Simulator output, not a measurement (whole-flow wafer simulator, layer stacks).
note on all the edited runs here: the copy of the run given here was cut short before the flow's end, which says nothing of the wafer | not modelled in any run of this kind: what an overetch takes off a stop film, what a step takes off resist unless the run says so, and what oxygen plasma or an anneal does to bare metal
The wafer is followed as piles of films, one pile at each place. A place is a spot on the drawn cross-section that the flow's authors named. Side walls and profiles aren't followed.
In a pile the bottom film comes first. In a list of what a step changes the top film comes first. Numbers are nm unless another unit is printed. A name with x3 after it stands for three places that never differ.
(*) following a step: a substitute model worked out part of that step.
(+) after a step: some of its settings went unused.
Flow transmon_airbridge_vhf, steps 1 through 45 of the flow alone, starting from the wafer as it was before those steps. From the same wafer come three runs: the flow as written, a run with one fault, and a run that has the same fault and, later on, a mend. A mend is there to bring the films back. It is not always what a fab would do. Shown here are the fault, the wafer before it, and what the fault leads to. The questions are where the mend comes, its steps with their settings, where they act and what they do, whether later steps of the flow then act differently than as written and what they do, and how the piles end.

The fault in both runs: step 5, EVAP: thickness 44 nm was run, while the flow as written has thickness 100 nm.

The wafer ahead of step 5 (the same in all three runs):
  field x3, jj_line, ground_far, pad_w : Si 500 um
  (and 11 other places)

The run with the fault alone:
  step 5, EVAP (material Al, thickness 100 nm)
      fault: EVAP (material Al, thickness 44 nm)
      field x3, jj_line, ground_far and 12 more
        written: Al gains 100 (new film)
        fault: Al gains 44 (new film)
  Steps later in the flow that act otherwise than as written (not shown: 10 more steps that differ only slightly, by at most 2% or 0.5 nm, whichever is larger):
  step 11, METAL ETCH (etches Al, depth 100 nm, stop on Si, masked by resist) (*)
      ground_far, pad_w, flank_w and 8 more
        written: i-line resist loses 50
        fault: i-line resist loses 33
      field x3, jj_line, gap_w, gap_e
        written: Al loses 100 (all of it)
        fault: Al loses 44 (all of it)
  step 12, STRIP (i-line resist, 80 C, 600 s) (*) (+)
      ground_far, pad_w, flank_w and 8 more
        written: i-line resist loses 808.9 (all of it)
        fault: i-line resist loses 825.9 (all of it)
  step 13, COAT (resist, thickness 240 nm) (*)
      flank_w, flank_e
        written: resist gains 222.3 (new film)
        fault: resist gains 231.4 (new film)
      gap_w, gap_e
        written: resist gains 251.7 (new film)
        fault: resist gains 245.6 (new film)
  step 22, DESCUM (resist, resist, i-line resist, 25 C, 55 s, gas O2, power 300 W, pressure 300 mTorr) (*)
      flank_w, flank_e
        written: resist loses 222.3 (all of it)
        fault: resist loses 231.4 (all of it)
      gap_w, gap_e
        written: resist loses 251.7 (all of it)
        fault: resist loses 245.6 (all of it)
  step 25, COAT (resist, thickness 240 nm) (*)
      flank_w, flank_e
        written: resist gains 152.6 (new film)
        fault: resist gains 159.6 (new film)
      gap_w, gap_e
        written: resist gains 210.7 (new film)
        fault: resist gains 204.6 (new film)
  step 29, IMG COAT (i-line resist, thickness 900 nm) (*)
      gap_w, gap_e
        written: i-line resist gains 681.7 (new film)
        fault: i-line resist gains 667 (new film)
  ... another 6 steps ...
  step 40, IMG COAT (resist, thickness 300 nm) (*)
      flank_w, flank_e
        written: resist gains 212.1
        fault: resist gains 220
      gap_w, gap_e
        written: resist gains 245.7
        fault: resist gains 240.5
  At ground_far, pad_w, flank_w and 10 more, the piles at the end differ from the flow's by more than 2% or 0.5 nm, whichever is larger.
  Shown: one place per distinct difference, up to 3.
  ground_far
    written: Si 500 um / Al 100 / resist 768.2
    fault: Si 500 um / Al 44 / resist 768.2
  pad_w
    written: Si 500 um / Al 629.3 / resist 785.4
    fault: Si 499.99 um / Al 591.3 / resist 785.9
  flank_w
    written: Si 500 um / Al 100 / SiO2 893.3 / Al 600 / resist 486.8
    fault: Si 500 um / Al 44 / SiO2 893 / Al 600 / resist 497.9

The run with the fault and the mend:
  The mend follows step 5.
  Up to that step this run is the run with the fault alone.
  step 5a, EVAP (material Al, thickness 56 nm) (the flow's step 5 again, with other settings)
      field x3, jj_line, ground_far and 12 more
        Al gains 56
  None of the later steps of the flow acts differently than as written at any place that is followed.
  By the end, the piles equal the flow's at every place that both follow.
